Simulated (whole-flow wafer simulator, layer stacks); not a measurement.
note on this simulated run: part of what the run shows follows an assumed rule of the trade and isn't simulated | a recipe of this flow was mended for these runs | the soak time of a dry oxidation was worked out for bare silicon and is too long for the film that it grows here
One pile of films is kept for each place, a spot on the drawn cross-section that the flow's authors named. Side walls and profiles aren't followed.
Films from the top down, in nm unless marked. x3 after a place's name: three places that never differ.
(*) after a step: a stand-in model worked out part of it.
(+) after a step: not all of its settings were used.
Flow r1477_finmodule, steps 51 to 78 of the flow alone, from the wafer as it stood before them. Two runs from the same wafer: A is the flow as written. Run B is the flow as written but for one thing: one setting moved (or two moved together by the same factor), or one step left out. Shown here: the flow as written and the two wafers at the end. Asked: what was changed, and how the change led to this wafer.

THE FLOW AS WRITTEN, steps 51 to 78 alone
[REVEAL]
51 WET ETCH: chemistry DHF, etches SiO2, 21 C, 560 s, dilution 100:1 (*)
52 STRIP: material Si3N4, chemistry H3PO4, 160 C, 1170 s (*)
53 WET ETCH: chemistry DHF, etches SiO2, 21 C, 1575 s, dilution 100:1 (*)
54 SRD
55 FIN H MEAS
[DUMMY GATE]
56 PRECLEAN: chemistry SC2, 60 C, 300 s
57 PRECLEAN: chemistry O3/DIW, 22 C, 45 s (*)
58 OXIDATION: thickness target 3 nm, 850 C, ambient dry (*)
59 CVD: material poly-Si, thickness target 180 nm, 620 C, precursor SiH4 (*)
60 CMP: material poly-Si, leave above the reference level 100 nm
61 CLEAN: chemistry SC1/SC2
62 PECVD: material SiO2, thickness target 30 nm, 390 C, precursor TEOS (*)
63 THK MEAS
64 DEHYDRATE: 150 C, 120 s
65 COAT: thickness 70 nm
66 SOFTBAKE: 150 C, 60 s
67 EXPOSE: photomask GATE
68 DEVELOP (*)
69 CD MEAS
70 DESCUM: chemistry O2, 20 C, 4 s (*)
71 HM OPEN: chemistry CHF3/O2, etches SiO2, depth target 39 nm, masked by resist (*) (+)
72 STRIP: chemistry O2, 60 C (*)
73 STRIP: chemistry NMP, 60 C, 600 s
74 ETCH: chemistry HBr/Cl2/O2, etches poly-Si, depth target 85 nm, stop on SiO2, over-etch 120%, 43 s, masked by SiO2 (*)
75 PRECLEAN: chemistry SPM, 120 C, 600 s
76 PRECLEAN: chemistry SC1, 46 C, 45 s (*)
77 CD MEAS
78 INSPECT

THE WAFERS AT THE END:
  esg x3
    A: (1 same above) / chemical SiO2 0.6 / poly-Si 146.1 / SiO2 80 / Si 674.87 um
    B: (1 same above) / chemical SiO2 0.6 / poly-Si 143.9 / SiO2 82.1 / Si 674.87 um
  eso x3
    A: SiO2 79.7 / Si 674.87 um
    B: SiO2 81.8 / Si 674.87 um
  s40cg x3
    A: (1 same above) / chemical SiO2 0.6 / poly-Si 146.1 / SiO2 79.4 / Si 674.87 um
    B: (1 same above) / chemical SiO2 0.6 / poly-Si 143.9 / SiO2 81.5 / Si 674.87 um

The cause: step 51, WET ETCH: 518 s was run, where the flow has 560 s.

How the change led to this, step by step:
  51 WET ETCH: chemistry DHF, etches SiO2, 21 C, 560 s, dilution 100:1 (*)
      esg x3, e200sg, s40cg x3, s40sg x3, eso x3, e200so, s40co x3, s40so x3: A SiO2 -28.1 | B SiO2 -26
      pad, padg: A SiO2 -30.5 | B SiO2 -28.2
  60 CMP: material poly-Si, leave above the reference level 100 nm
      pad, padg: A poly-Si -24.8 | B poly-Si -27
